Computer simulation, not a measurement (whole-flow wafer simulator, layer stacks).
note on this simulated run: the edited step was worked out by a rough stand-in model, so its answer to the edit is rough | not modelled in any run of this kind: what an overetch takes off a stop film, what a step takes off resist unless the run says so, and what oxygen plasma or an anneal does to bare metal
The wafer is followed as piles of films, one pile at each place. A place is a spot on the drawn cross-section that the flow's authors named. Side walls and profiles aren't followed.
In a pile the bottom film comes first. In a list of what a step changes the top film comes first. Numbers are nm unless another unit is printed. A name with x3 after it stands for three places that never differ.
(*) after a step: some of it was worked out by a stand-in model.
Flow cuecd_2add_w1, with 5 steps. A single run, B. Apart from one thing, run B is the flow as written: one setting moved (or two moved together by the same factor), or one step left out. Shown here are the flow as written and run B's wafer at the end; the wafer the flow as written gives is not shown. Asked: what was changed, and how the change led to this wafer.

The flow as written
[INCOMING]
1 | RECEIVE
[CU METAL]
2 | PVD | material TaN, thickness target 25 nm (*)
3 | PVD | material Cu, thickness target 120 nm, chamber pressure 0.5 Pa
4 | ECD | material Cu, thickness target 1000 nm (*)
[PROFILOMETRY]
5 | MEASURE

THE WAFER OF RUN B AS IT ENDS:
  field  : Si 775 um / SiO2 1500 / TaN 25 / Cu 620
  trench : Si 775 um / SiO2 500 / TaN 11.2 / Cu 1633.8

The reason: step 4, ECD: thickness target 500 nm was run, whereas the flow has thickness target 1000 nm.

Step by step, how the change led to this:
  4 | ECD | material Cu, thickness target 1000 nm (*)
      field: +500 Cu (as written it would have been: +1000 Cu)
      trench: +1580.2 Cu (as written it would have been: +2080.2 Cu)
